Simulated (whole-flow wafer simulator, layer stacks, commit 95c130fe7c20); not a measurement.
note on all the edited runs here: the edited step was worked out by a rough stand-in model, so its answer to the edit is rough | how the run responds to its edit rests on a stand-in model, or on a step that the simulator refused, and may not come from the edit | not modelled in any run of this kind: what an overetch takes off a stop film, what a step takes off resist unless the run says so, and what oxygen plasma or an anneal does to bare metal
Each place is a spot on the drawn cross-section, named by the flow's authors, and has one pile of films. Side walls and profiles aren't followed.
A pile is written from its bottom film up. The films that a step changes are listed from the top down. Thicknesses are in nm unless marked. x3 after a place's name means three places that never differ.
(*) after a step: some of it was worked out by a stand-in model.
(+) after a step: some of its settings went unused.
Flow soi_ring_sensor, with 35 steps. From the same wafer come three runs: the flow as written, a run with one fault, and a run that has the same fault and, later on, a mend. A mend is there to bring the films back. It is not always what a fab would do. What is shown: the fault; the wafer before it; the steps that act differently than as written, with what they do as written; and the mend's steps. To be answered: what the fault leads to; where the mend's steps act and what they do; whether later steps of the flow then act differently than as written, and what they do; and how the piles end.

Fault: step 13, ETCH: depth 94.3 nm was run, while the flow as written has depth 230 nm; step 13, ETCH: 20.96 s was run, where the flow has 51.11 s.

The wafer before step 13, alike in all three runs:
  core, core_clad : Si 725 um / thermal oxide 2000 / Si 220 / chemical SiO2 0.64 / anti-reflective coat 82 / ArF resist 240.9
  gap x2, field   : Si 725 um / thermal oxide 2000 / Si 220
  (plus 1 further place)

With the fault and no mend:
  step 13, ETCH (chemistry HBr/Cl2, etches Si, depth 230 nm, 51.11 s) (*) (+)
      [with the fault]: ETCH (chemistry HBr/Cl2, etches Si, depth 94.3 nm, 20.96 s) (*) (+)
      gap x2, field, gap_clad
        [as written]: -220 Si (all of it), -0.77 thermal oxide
        [with the fault]: -94.3 Si
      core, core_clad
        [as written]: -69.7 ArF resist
        [with the fault]: -28.6 ArF resist
  Later steps of the flow acting differently than as written (1 other step is not shown; it differs only slightly, by no more than 2% or 0.5 nm, whichever is larger):
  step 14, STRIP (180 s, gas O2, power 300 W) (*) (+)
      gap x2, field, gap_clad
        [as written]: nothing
        [with the fault]: +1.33 chemical SiO2 (new film), -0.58 Si
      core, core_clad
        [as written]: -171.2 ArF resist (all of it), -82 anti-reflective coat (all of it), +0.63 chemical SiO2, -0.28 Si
        [with the fault]: -212.3 ArF resist (all of it), -82 anti-reflective coat (all of it), +0.62 chemical SiO2, -0.27 Si
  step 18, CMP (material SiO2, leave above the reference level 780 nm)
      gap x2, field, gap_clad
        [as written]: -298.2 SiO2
        [with the fault]: -425.5 SiO2
  The piles end different from the flow's at field by more than 2% or 0.5 nm, whichever is larger.
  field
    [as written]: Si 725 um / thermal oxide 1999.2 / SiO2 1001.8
    [with the fault]: Si 725 um / thermal oxide 2000 / Si 125.1 / chemical SiO2 1.33 / SiO2 874.5

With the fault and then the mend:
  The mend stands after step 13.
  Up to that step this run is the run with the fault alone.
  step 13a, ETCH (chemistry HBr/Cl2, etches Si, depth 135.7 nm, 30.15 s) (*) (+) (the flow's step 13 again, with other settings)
      gap x2, field, gap_clad
        -125.7 Si (all of it), -0.77 thermal oxide
      core, core_clad
        -41.1 ArF resist
  Every later step of the flow that is run acts as written at every place that is followed.
  By the end, the piles equal the flow's at every place that both follow.
